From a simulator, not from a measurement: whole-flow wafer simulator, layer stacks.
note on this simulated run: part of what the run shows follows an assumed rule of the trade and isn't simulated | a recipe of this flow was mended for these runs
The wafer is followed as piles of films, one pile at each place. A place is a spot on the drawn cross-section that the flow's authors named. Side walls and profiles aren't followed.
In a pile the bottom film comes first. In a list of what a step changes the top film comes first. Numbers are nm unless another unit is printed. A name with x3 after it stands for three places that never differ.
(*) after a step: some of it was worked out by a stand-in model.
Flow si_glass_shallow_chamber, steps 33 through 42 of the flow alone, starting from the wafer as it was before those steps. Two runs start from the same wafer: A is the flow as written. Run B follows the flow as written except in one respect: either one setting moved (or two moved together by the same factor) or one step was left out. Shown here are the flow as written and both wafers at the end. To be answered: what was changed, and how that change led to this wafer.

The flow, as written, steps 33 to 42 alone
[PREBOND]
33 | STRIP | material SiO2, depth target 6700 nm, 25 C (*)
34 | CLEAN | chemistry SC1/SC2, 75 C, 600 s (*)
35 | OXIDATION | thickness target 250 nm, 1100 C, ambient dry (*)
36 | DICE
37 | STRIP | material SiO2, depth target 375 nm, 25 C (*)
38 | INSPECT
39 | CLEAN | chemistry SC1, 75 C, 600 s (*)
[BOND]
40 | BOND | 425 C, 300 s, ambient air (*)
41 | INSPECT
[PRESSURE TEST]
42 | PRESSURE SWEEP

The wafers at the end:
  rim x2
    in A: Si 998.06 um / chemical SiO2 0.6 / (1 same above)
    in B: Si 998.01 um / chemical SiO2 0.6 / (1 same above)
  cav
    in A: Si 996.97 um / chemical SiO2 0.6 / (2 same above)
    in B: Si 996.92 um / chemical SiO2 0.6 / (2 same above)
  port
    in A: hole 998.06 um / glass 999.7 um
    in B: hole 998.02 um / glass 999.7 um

What caused this: step 35, OXIDATION: thickness target 362.5 nm was run, whereas the flow has thickness target 250 nm.

Step by step, how the change led to this:
  35 | OXIDATION | thickness target 250 nm, 1100 C, ambient dry (*)
      rim x2, cav, septum, ring: A +250 SiO2 (new film), -0.6 chemical SiO2 (all of it), -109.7 Si | B +362.5 SiO2 (new film), -0.6 chemical SiO2 (all of it), -159.2 Si
  37 | STRIP | material SiO2, depth target 375 nm, 25 C (*)
      rim x2, cav, septum, ring: A -250 SiO2 (all of it) | B -362.5 SiO2 (all of it)
  40 | BOND | 425 C, 300 s, ambient air (*)
      port: A +999.7 um glass (new film), +1017.3 hole | B +999.7 um glass (new film), +967.8 hole
